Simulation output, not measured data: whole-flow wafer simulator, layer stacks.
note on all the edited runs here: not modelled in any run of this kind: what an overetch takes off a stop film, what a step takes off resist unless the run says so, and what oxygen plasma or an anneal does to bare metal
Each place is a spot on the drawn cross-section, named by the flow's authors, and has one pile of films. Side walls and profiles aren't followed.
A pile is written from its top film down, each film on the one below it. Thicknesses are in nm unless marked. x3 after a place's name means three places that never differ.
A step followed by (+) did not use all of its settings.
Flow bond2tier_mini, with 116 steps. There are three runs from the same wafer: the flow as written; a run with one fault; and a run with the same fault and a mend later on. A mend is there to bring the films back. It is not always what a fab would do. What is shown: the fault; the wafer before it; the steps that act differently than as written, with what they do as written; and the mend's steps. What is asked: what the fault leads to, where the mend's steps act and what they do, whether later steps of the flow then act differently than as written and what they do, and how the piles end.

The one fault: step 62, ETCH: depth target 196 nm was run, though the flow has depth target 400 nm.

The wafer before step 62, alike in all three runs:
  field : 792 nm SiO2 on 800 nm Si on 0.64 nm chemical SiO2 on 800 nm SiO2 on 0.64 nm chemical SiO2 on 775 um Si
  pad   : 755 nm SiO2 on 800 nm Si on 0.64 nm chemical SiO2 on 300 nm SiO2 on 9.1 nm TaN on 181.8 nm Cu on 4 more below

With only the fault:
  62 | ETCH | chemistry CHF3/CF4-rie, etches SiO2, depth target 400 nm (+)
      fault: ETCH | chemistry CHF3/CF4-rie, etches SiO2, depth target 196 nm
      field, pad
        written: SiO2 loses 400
        fault: SiO2 loses 196
  Later steps of the flow that are run all act as written at every place that is followed.
  By the end, the piles at field, pad depart from the flow's by more than 2% or 0.5 nm, whichever is larger.
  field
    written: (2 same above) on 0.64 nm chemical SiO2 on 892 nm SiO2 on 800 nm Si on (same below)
    fault: (2 same above) on 0.64 nm chemical SiO2 on 1096 nm SiO2 on 800 nm Si on (same below)
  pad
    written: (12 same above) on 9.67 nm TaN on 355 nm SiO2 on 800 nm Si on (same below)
    fault: (12 same above) on 9.67 nm TaN on 559 nm SiO2 on 800 nm Si on (same below)

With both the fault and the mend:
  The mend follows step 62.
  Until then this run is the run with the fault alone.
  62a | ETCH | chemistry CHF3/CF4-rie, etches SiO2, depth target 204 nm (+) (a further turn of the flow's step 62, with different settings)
      field, pad
        SiO2 loses 204
  Later steps of the flow that are run all act as written at every place that is followed.
  The piles end the same as the flow's at every place that both follow.
